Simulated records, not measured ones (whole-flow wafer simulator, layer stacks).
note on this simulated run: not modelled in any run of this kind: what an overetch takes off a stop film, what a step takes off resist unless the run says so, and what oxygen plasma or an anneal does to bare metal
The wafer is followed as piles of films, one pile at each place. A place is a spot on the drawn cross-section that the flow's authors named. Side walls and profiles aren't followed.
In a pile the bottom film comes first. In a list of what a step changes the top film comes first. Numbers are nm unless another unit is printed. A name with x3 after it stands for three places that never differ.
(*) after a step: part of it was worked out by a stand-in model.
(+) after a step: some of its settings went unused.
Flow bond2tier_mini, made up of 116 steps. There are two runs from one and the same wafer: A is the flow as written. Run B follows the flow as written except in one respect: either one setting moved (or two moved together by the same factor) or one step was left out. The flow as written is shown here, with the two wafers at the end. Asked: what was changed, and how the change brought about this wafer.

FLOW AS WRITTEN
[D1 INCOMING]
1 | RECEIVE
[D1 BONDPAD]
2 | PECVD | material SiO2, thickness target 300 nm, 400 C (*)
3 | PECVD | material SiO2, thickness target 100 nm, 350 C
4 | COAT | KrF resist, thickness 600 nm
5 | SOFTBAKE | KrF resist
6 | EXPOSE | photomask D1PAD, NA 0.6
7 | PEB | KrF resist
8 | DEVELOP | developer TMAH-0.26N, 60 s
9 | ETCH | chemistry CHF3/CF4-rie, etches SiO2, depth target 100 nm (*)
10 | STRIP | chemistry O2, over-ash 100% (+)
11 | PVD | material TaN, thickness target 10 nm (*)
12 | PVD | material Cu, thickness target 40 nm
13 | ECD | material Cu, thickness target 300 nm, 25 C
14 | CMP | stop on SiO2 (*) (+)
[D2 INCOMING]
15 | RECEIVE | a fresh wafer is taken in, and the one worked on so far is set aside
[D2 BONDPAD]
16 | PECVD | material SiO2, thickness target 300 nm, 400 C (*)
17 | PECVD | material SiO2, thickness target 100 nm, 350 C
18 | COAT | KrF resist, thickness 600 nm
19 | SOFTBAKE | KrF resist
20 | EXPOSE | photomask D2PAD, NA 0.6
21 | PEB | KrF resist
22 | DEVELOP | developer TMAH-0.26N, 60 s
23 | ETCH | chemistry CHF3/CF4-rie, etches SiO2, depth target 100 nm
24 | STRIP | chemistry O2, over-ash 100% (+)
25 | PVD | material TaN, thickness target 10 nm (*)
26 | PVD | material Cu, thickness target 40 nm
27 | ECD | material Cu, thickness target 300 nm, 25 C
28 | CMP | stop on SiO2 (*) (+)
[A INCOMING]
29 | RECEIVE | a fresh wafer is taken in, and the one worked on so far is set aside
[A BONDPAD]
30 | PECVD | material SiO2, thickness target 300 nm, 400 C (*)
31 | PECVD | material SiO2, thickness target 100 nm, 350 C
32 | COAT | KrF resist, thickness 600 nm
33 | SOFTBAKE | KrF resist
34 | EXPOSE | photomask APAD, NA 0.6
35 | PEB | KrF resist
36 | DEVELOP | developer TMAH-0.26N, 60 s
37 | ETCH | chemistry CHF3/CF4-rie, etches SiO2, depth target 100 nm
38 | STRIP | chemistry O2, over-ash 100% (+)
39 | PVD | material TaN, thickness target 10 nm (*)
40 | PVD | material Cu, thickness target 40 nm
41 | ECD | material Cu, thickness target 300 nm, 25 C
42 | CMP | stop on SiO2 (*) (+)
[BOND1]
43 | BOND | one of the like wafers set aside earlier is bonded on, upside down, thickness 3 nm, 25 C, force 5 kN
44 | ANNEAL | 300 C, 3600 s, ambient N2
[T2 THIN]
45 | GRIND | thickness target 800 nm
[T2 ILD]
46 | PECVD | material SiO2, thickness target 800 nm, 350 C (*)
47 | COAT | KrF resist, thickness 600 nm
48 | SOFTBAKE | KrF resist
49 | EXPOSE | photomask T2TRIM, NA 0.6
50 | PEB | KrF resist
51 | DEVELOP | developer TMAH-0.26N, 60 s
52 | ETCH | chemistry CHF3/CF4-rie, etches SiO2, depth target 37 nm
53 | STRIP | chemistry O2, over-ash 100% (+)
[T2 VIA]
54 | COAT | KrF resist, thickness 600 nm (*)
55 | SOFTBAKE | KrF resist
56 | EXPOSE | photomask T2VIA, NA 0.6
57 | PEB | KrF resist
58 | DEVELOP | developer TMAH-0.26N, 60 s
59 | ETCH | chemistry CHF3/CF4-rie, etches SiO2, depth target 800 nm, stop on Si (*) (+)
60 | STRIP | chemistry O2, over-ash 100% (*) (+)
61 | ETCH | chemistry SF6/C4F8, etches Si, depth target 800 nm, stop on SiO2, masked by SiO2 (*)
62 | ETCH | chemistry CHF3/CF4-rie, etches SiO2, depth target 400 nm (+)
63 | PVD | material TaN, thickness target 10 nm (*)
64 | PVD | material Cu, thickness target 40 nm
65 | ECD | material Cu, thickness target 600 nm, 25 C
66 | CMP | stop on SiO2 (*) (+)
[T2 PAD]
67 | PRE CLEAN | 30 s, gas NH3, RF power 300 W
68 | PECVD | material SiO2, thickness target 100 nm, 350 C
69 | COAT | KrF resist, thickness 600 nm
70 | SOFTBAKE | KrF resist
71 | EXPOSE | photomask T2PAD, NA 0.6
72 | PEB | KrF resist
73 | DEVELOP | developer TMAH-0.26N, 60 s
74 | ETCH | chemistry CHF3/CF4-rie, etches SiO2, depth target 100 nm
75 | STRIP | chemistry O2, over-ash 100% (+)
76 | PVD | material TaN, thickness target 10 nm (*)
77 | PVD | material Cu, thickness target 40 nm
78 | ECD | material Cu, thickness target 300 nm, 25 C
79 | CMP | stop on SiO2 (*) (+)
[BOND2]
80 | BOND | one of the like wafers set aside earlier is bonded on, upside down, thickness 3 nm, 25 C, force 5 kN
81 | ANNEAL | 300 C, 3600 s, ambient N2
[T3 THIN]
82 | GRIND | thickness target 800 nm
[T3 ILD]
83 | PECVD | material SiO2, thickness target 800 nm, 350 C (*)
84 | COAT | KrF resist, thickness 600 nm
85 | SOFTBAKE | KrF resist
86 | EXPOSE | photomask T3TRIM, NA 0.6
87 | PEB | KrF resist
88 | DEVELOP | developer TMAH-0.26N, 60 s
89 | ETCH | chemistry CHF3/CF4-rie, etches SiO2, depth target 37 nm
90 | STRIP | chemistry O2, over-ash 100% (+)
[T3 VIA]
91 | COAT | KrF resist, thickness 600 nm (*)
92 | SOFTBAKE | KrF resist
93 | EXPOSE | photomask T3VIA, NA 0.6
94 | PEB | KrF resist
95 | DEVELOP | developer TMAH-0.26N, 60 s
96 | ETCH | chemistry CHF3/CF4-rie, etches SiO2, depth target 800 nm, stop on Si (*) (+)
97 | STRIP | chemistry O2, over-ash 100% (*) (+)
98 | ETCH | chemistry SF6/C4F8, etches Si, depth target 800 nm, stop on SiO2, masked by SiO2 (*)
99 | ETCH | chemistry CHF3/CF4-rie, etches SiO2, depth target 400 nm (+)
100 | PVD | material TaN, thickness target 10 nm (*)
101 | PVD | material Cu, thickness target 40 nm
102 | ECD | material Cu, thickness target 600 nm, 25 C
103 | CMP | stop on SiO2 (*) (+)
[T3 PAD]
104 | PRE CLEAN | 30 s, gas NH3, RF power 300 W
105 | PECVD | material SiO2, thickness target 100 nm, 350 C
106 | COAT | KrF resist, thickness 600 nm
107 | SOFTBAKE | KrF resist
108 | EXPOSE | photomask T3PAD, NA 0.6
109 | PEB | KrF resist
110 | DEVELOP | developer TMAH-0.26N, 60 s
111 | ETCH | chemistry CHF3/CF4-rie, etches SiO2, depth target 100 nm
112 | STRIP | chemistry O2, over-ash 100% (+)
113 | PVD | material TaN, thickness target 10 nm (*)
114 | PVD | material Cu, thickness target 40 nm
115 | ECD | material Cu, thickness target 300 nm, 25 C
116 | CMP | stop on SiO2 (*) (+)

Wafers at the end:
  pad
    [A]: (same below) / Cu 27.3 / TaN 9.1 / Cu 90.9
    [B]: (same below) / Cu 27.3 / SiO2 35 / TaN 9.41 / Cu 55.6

What caused this: step 111, ETCH: depth target 65 nm was run, though the flow has depth target 100 nm.

Step by step, how the change led to this:
  111 | ETCH | chemistry CHF3/CF4-rie, etches SiO2, depth target 100 nm
      pad: A SiO2 loses 100 (all of it) | B SiO2 loses 65
      field: A KrF resist loses 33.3 | B KrF resist loses 21.7
  112 | STRIP | chemistry O2, over-ash 100% (+)
      field: A KrF resist loses 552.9 (all of it) | B KrF resist loses 564.6 (all of it)
  114 | PVD | material Cu, thickness target 40 nm
      pad: A Cu gains 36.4 (new film) | B Cu gains 37.6 (new film)
  115 | ECD | material Cu, thickness target 300 nm, 25 C
      pad: A Cu gains 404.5 | B Cu gains 367.9
If metal films that touch count as one body, pad has 4 bodies (between them, from the top down: SiO2 35; SiO2 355 / Si 800 / chemical SiO2 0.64 / SiO2 300; SiO2 355 / Si 800 / chemical SiO2 0.64 / SiO2 300); the flow as written gives 3 bodies (between them, from the top down: SiO2 355 / Si 800 / chemical SiO2 0.64 / SiO2 300; SiO2 355 / Si 800 / chemical SiO2 0.64 / SiO2 300).
